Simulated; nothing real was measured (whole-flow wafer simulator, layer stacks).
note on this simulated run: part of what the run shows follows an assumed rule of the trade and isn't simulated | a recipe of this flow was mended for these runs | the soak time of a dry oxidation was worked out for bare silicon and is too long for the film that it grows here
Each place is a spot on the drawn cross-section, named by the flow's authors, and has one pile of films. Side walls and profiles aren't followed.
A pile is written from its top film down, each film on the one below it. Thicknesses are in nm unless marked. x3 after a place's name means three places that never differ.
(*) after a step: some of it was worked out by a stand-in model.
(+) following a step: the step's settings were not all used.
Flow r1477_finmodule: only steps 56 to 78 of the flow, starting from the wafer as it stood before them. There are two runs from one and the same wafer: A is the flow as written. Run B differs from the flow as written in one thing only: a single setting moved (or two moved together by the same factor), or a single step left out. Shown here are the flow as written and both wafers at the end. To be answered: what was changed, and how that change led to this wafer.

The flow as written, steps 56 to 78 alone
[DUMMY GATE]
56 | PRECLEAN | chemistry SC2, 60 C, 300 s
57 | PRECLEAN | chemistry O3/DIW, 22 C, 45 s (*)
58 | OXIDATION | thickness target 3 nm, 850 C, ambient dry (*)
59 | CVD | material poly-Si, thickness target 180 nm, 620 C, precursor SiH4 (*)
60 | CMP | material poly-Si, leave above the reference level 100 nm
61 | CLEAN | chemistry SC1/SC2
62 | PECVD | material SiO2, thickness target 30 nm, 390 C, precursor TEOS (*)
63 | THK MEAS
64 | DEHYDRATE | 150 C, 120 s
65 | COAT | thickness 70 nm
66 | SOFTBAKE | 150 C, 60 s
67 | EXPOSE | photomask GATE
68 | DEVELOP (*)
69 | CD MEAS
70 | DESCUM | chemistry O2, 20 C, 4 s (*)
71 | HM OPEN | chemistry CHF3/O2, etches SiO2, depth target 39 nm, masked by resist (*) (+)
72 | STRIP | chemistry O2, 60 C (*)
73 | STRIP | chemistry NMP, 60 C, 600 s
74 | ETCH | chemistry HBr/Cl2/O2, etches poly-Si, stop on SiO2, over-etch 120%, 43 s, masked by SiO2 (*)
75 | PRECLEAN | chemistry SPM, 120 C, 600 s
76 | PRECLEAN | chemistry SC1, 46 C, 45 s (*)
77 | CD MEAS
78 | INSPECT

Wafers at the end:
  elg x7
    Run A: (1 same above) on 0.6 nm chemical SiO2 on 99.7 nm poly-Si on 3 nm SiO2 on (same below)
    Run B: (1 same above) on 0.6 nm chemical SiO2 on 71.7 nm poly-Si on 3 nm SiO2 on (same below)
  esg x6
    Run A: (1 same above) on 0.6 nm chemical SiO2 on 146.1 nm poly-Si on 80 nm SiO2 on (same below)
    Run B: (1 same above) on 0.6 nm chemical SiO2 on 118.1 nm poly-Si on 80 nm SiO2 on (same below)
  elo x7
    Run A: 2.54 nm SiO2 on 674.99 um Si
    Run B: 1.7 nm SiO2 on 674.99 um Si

The reason: step 60, CMP: leave above the reference level 72 nm was run, while the flow as written has leave above the reference level 100 nm.

The path from the change to this, step by step:
  60 | CMP | material poly-Si, leave above the reference level 100 nm
      elg x7, esg x6, s40cg x3, elo x7, eso x6, s40co x3: A -80 poly-Si | B -108 poly-Si
      pad, padg: A -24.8 poly-Si | B -52.8 poly-Si
      (as well as at 2 more places)
  74 | ETCH | chemistry HBr/Cl2/O2, etches poly-Si, stop on SiO2, over-etch 120%, 43 s, masked by SiO2 (*)
      eso x6, e200so, s40co x3: A -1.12 chemical SiO2 (all of it), -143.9 poly-Si (all of it), -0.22 SiO2 | B -1.12 chemical SiO2 (all of it), -115.9 poly-Si (all of it), -0.36 SiO2
      elo x7: A -1.12 chemical SiO2 (all of it), -97.6 poly-Si (all of it), -0.45 SiO2 | B -1.12 chemical SiO2 (all of it), -69.6 poly-Si (all of it), -1.28 SiO2
      (as well as at 1 more place)
